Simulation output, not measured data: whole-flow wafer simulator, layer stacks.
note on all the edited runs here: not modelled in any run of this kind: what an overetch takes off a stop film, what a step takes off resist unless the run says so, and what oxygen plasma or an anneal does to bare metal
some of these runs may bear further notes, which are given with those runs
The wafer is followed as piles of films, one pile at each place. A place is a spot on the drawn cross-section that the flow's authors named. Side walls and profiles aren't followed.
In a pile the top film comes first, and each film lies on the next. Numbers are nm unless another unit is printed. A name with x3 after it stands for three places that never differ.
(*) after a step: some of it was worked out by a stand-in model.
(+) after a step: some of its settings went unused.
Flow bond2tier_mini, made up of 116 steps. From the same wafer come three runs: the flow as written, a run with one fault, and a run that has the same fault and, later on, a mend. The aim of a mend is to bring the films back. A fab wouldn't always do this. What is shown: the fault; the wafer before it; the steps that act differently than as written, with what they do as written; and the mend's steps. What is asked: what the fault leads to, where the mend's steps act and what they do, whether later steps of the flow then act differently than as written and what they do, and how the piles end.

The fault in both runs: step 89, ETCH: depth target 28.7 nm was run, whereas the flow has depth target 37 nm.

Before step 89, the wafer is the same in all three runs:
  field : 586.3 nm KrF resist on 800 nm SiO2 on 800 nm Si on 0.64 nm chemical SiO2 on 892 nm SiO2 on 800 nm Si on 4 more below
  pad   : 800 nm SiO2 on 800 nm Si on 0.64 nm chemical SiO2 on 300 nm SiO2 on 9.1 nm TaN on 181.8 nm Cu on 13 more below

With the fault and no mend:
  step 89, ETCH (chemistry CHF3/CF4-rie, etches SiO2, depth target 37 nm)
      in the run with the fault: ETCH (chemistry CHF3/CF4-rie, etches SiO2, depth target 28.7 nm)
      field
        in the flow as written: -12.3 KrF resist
        in the run with the fault: -9.57 KrF resist
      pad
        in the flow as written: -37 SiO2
        in the run with the fault: -28.7 SiO2
  Later steps of the flow that are run all act as written at every place that is followed, up to a difference of at most 2% or 0.5 nm, whichever is larger.
  The piles end different from the flow's at pad by more than 2% or 0.5 nm, whichever is larger.
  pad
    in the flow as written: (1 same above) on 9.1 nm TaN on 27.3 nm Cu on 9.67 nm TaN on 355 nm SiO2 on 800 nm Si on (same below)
    in the run with the fault: (1 same above) on 9.1 nm TaN on 19 nm Cu on 9.74 nm TaN on 363.3 nm SiO2 on 800 nm Si on (same below)

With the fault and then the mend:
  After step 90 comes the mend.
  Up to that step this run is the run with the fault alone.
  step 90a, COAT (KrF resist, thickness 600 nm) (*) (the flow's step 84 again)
      field
        +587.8 KrF resist (new film)
      pad
        +612.7 KrF resist (new film)
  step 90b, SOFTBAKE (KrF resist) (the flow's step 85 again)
      leaves every film unchanged at each place that is followed
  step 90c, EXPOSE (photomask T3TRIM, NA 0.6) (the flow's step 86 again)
      leaves every film unchanged at each place that is followed
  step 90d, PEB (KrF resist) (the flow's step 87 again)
      leaves every film unchanged at each place that is followed
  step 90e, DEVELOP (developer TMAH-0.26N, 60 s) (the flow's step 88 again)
      field
        -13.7 KrF resist
      pad
        -612.7 KrF resist (all of it)
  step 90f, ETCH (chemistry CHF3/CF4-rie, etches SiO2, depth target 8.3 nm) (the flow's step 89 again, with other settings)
      field
        -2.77 KrF resist
      pad
        -8.3 SiO2
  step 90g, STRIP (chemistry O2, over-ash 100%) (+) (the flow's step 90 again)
      field
        -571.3 KrF resist (all of it)
  Later steps of the flow that are run all act as written at every place that is followed.
  By the end, the piles equal the flow's at every place that both follow.
